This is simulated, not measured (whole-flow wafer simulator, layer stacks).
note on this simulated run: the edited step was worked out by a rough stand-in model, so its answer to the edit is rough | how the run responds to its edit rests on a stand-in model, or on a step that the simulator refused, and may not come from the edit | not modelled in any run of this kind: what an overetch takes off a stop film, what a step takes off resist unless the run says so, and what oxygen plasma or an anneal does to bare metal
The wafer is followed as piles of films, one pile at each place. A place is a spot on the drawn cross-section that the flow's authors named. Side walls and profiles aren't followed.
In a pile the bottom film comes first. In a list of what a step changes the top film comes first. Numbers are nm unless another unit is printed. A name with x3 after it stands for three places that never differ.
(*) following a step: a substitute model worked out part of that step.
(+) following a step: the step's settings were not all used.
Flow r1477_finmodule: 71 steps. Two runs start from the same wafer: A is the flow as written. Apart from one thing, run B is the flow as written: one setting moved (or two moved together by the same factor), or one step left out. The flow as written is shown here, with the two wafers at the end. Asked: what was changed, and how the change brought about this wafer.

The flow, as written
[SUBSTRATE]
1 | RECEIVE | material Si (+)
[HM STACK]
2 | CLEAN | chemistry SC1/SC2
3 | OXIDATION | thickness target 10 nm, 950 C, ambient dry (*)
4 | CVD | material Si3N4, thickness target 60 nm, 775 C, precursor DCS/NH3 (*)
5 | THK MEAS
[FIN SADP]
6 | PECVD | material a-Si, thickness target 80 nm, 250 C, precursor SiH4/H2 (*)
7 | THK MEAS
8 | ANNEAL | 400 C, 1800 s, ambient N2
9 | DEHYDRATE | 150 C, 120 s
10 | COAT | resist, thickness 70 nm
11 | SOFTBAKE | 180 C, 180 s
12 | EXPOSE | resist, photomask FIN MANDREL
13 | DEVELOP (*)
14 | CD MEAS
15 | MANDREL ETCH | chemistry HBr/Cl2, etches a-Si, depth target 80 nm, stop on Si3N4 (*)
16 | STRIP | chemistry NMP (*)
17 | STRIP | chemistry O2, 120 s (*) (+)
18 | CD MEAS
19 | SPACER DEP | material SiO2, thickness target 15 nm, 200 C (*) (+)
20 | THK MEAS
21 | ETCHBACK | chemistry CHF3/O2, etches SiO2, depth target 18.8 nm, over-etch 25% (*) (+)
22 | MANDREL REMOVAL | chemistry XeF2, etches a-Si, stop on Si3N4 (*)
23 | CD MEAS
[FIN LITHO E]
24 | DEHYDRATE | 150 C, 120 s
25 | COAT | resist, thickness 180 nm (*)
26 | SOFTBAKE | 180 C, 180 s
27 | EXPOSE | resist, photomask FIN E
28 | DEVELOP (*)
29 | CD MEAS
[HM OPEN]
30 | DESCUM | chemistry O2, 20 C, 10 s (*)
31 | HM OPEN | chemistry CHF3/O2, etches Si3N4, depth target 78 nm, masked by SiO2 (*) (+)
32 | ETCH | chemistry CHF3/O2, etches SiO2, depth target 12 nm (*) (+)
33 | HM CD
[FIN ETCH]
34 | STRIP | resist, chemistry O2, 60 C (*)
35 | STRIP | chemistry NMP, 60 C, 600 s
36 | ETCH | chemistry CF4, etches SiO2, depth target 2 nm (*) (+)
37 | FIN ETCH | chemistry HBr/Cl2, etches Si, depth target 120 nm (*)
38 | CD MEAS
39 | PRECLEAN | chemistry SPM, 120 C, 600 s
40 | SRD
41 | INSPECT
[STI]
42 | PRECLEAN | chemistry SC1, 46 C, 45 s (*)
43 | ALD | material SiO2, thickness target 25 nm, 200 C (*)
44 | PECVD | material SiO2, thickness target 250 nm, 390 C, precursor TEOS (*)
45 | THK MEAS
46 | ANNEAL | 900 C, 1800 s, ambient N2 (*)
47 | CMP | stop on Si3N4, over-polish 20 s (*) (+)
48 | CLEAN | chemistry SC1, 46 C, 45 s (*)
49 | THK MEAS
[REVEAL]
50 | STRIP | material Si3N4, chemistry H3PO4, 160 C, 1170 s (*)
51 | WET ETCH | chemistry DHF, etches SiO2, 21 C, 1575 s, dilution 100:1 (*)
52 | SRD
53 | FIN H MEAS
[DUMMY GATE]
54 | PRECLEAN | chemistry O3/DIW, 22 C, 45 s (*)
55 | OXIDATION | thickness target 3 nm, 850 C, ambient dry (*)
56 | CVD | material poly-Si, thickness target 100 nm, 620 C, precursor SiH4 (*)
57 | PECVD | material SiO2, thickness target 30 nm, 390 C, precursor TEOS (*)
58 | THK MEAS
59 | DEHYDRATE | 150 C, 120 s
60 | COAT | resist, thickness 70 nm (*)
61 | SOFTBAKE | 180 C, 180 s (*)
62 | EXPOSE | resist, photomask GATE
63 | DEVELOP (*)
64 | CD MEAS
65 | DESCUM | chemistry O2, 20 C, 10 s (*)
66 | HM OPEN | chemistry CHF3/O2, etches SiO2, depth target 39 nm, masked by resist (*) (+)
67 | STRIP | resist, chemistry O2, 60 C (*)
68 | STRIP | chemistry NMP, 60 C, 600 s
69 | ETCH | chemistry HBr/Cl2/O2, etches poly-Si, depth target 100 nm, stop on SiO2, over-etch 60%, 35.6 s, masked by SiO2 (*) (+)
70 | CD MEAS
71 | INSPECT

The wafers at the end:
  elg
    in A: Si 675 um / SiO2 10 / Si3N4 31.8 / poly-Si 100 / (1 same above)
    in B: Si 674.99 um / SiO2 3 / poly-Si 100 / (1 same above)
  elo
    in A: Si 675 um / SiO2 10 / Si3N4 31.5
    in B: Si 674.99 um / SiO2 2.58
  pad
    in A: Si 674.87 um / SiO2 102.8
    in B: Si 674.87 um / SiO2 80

Cause: step 6, PECVD: thickness target 44 nm was run, whereas the flow has thickness target 80 nm.

Step by step, how the change led to this:
  6 | PECVD | material a-Si, thickness target 80 nm, 250 C, precursor SiH4/H2 (*)
      pad, padg, elg and 33 more: A a-Si gains 80 (new film) | B a-Si gains 44 (new film)
  15 | MANDREL ETCH | chemistry HBr/Cl2, etches a-Si, depth target 80 nm, stop on Si3N4 (*)
      pad, padg, elg and 27 more: A a-Si loses 80 (all of it) | B a-Si loses 44 (all of it)
      s40cg, s45cg, s50cg, s40co, s45co, s50co: A resist loses 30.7 | B resist loses 25.3
  16 | STRIP | chemistry NMP (*)
      s40cg, s45cg, s50cg, s40co, s45co, s50co: A resist loses 39.3 (all of it) | B resist loses 44.7 (all of it)
  21 | ETCHBACK | chemistry CHF3/O2, etches SiO2, depth target 18.8 nm, over-etch 25% (*) (+)
      s40sg_line, s45sg_line, s50sg_line, s40so_line, s45so_line, s50so_line: A SiO2 gains 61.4 | B SiO2 gains 25.4
  22 | MANDREL REMOVAL | chemistry XeF2, etches a-Si, stop on Si3N4 (*)
      s40cg, s45cg, s50cg, s40co, s45co, s50co: A a-Si loses 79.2 (all of it) | B a-Si loses 43.2 (all of it)
  25 | COAT | resist, thickness 180 nm (*)
      s40cg, s40co: A resist gains 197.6 (new film) | B resist gains 188.6 (new film)
      s40sg, s40so: A resist gains 201.2 (new film) | B resist gains 192.2 (new film)
      (and at 14 other places as well)
  28 | DEVELOP (*)
      s40cg, s40co: A resist loses 197.6 (all of it) | B resist loses 188.6 (all of it)
      s40sg, s40so: A resist loses 201.2 (all of it) | B resist loses 192.2 (all of it)
      (and at 14 other places as well)
  32 | ETCH | chemistry CHF3/O2, etches SiO2, depth target 12 nm (*) (+)
      s40sg_line, s45sg_line, s50sg_line, s40so_line, s45so_line, s50so_line: A SiO2 loses 12 | B SiO2 loses 1.4 (all of it), Si3N4 loses 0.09
      pad, padg, e40sg and 11 more: A Si loses 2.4 | B Si loses 0.3
      (and at 16 other places as well)
  34 | STRIP | resist, chemistry O2, 60 C (*)
      elg, e40lg, e100lg, e200lg, elo, e40lo, e100lo, e200lo: A resist loses 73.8 (all of it) | B resist loses 83.8 (all of it)
  36 | ETCH | chemistry CF4, etches SiO2, depth target 2 nm (*) (+)
      elg, e40lg, e100lg, e200lg, elo, e40lo, e100lo, e200lo: A Si3N4 loses 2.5 | B nothing
      s40sg_line, s45sg_line, s50sg_line, s40so_line, s45so_line, s50so_line: A SiO2 loses 2 | B nothing
  37 | FIN ETCH | chemistry HBr/Cl2, etches Si, depth target 120 nm (*)
      s40sg_line, s45sg_line, s50sg_line, s40so_line, s45so_line, s50so_line: A SiO2 loses 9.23 | B Si3N4 loses 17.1
  43 | ALD | material SiO2, thickness target 25 nm, 200 C (*)
      s40sg_line, s45sg_line, s50sg_line, s40so_line, s45so_line, s50so_line: A SiO2 gains 25 | B SiO2 gains 25 (new film)
      s40cg, s45cg, s50cg, s40co, s45co, s50co: A SiO2 gains 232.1 (new film) | B SiO2 gains 198.6 (new film)
  47 | CMP | stop on Si3N4, over-polish 20 s (*) (+)
      elg, e40lg, e100lg, e200lg, elo, e40lo, e100lo, e200lo: A SiO2 loses 241.6 | B SiO2 loses 263.8 (all of it), Si3N4 loses 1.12
      pad, padg, e40sg and 11 more: A SiO2 loses 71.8 | B SiO2 loses 94.6
      (and at 14 other places as well)
  50 | STRIP | material Si3N4, chemistry H3PO4, 160 C, 1170 s (*)
      elg, e40lg, e100lg, e200lg, elo, e40lo, e100lo, e200lo: A SiO2 loses 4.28 | B Si3N4 loses 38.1 (all of it), SiO2 loses 2.02
      s40sg_line, s45sg_line, s50sg_line, s40so_line, s45so_line, s50so_line: A Si3N4 loses 58.9 (all of it), SiO2 loses 1.37 | B Si3N4 loses 38.1 (all of it), SiO2 loses 2.02
  51 | WET ETCH | chemistry DHF, etches SiO2, 21 C, 1575 s, dilution 100:1 (*)
      elg, e40lg, e100lg, e200lg, elo, e40lo, e100lo, e200lo: A SiO2 loses 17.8 (all of it), Si3N4 loses 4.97 | B SiO2 loses 7.98 (all of it)
      s40sg_line, s45sg_line, s50sg_line, s40so_line, s45so_line, s50so_line: A SiO2 loses 8.63 (all of it) | B SiO2 loses 7.98 (all of it)
  54 | PRECLEAN | chemistry O3/DIW, 22 C, 45 s (*)
      elg, e40lg, e100lg, e200lg, elo, e40lo, e100lo, e200lo: A nothing | B chemical SiO2 gains 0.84 (new film), Si loses 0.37
  ... 5 other steps ...
  69 | ETCH | chemistry HBr/Cl2/O2, etches poly-Si, depth target 100 nm, stop on SiO2, over-etch 60%, 35.6 s, masked by SiO2 (*) (+)
      s40co: A chemical SiO2 loses 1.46 (all of it), poly-Si loses 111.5 (all of it), SiO2 loses 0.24 | B chemical SiO2 loses 1.36 (all of it), poly-Si loses 134.3 (all of it), SiO2 loses 0.13
      s45co: A chemical SiO2 loses 1.46 (all of it), poly-Si loses 110.9 (all of it), SiO2 loses 0.25 | B chemical SiO2 loses 1.36 (all of it), poly-Si loses 134.3 (all of it), SiO2 loses 0.13
      (and at 1 other place as well)
